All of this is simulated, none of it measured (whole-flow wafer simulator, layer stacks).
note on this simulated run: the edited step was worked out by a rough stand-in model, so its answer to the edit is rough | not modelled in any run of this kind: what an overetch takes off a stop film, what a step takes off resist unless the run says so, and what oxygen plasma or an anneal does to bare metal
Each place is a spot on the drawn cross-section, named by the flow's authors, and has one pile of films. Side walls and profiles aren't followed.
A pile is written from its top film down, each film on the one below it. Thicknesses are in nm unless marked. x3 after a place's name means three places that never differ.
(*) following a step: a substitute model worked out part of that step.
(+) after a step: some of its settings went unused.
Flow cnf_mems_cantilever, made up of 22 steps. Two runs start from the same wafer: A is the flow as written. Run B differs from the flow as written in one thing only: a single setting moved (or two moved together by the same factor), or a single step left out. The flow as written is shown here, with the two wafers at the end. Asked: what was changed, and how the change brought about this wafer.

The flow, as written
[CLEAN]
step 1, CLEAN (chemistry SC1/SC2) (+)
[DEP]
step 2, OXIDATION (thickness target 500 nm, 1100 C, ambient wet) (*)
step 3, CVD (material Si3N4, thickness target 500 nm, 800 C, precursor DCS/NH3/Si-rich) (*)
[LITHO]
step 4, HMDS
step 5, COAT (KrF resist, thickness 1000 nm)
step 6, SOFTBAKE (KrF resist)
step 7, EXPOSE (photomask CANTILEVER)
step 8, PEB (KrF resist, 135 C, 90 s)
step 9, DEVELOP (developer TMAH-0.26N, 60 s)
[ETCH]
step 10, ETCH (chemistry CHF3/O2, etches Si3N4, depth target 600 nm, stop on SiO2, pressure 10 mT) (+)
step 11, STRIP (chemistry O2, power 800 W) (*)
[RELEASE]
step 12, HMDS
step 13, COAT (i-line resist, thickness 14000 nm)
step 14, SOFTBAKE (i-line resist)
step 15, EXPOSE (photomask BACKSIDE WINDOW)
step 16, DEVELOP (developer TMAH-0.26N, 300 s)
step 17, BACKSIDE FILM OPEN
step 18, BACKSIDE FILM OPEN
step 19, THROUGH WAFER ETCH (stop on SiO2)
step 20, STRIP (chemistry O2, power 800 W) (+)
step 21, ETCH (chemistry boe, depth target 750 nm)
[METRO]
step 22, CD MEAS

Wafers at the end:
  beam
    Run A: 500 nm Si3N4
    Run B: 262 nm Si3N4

The reason: step 3, CVD: thickness target 262 nm was run, whereas the flow has thickness target 500 nm.
The wafer lets one read it off: beam has Si3N4 262, and step 3 as written asks for 500 nm.

The path from the change to this, step by step:
  step 3, CVD (material Si3N4, thickness target 500 nm, 800 C, precursor DCS/NH3/Si-rich) (*)
      field, beam: A Si3N4 gains 500 (new film) | B Si3N4 gains 262 (new film)
  step 10, ETCH (chemistry CHF3/O2, etches Si3N4, depth target 600 nm, stop on SiO2, pressure 10 mT) (+)
      field: A Si3N4 loses 500 (all of it) | B Si3N4 loses 262 (all of it)
      beam: A KrF resist loses 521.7 | B KrF resist loses 341.7
  step 11, STRIP (chemistry O2, power 800 W) (*)
      beam: A KrF resist loses 419.9 (all of it) | B KrF resist loses 599.9 (all of it)
